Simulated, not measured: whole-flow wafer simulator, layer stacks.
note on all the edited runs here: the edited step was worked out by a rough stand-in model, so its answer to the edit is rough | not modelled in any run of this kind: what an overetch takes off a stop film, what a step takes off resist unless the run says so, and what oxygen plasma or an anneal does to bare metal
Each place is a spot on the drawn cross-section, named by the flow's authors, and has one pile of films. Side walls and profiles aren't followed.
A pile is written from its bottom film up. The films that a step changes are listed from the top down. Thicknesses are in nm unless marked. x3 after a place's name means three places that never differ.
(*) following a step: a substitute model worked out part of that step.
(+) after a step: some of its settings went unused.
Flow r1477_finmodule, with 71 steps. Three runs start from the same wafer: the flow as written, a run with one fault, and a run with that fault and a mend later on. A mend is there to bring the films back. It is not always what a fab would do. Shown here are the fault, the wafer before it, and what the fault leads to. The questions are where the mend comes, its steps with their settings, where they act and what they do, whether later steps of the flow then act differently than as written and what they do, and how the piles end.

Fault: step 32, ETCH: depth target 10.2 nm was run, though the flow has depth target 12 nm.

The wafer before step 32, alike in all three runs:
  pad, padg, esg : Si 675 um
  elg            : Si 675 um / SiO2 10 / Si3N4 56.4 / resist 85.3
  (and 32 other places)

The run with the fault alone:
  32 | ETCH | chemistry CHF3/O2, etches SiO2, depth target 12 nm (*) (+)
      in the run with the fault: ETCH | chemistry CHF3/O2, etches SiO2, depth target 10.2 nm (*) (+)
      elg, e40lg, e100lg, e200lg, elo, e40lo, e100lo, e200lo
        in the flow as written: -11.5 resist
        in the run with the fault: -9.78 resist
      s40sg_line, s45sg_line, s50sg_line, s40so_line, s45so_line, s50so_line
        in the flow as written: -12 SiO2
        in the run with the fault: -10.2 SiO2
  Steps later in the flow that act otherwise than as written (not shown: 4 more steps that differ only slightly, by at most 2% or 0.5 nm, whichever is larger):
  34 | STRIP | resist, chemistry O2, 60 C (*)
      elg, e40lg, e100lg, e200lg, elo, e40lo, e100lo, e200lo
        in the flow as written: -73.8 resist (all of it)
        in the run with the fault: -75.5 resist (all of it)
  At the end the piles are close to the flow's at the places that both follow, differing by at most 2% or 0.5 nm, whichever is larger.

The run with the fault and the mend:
  The mend follows step 32.
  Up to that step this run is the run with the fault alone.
  32a | ETCH | chemistry CHF3/O2, etches SiO2, depth target 1.8 nm (*) (the flow's step 32 again, with other settings)
      pad, padg, e40sg and 11 more
        -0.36 Si
      elg, e40lg, e100lg, e200lg, elo, e40lo, e100lo, e200lo
        -1.72 resist
      s40sg_line, s45sg_line, s50sg_line, s40so_line, s45so_line, s50so_line
        -1.8 SiO2
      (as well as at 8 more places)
  None of the later steps of the flow differs from how it acts as written, at any place that is followed, by more than 2% or 0.5 nm, whichever is larger.
  At the end the piles are close to the flow's at the places that both follow, differing by at most 2% or 0.5 nm, whichever is larger.
